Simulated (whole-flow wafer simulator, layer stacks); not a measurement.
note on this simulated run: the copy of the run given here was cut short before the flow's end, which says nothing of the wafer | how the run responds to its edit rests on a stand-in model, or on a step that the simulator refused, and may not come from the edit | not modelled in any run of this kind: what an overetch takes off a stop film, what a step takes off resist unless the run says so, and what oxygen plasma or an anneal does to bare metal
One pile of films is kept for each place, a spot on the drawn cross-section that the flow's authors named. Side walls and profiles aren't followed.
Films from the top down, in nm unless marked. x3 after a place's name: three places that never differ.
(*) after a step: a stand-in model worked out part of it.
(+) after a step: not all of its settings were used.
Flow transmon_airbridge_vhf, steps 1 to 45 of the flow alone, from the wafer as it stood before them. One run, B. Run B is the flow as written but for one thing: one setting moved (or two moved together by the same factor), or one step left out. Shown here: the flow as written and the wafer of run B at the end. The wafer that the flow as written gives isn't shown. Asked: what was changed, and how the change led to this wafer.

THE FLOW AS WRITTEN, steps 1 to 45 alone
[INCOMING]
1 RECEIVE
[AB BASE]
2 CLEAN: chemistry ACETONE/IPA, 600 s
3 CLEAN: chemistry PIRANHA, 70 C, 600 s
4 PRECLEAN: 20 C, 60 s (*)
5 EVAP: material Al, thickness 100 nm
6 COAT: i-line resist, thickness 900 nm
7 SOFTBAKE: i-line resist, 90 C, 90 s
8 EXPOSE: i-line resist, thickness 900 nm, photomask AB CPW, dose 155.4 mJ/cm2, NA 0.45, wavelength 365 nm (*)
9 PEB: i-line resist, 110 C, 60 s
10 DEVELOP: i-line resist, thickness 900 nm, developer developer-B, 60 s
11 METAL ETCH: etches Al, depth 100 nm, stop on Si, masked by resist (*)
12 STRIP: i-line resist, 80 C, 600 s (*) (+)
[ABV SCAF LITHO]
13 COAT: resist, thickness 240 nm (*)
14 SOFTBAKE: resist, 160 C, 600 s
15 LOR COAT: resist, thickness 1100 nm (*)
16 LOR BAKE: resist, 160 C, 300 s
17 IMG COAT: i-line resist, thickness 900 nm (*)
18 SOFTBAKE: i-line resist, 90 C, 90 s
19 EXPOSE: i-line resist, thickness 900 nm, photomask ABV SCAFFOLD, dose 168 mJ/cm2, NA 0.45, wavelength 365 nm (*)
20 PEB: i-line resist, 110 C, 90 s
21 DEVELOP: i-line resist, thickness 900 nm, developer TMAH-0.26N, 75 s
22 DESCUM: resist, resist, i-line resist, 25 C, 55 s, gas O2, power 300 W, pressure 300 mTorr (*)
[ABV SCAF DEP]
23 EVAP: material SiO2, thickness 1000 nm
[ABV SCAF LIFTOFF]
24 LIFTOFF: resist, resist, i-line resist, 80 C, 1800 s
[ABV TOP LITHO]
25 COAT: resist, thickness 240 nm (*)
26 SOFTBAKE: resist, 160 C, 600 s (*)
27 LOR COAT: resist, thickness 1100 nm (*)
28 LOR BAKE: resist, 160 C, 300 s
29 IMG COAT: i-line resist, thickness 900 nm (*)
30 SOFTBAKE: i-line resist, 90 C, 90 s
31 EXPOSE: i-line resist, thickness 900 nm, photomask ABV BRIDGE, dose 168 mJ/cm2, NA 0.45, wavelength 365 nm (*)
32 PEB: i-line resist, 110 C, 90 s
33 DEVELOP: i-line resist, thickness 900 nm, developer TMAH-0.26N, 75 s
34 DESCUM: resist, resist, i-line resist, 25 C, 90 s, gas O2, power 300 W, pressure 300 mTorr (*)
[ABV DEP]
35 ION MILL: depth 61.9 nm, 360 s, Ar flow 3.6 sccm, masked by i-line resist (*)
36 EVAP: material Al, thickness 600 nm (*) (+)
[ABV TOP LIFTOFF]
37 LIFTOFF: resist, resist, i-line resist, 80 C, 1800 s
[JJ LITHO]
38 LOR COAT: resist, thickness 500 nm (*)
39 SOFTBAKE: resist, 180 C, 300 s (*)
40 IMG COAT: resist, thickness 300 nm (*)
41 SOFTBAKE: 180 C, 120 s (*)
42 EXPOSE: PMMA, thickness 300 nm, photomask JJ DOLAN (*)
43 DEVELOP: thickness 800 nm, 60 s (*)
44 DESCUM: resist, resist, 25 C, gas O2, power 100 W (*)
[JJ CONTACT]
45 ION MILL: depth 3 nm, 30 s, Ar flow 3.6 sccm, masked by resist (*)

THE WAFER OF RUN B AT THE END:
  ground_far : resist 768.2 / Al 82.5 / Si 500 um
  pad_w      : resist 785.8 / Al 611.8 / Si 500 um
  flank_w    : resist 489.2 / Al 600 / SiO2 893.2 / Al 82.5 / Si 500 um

The cause: step 5, EVAP: thickness 82.5 nm was run, where the flow has thickness 100 nm.
It can be read off the wafer: ground_far has Al 82.5, and step 5 as written asks for 100 nm.

How the change led to this, step by step:
  5 EVAP: material Al, thickness 100 nm
      field x3, jj_line, ground_far and 12 more: Al +82.5 (new film) (as written it would be: Al +100 (new film))
  11 METAL ETCH: etches Al, depth 100 nm, stop on Si, masked by resist (*)
      field x3, jj_line, gap_w, gap_e: Al -82.5 (all of it) (as written it would be: Al -100 (all of it))
